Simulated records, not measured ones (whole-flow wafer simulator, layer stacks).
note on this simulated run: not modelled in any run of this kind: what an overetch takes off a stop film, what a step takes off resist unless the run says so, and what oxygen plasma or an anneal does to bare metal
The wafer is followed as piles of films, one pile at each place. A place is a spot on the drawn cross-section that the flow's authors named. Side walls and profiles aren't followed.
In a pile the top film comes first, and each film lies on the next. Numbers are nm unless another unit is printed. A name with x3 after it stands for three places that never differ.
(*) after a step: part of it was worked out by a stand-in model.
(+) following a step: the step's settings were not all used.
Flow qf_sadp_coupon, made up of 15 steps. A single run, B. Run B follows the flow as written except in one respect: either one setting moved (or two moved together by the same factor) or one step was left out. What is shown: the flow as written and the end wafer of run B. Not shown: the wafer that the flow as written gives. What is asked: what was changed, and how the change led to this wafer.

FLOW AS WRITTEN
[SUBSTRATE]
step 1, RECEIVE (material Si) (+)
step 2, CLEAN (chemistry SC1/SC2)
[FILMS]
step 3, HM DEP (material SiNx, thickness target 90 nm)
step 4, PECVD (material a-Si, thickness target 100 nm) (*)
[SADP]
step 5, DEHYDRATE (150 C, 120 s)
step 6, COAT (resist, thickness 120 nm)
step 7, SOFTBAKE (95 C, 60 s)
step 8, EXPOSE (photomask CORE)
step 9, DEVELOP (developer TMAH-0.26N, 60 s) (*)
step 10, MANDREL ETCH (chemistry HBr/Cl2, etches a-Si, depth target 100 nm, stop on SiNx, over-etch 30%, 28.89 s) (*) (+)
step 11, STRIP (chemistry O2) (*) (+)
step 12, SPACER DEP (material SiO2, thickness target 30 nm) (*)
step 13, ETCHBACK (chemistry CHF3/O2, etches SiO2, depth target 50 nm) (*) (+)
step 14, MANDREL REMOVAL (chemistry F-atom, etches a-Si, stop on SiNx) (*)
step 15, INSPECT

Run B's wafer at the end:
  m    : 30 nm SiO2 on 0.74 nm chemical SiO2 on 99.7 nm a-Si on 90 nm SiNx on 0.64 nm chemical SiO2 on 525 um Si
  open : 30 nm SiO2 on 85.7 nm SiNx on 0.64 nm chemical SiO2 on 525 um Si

Cause: step 13, ETCHBACK: chemistry CHF3/O2, etches SiO2, depth target 50 nm (*) (+), was not run.

The path from the change to this, step by step:
  step 14, MANDREL REMOVAL (chemistry F-atom, etches a-Si, stop on SiNx) (*)
      m: nothing (it would be, as written: a-Si loses 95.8 (all of it))
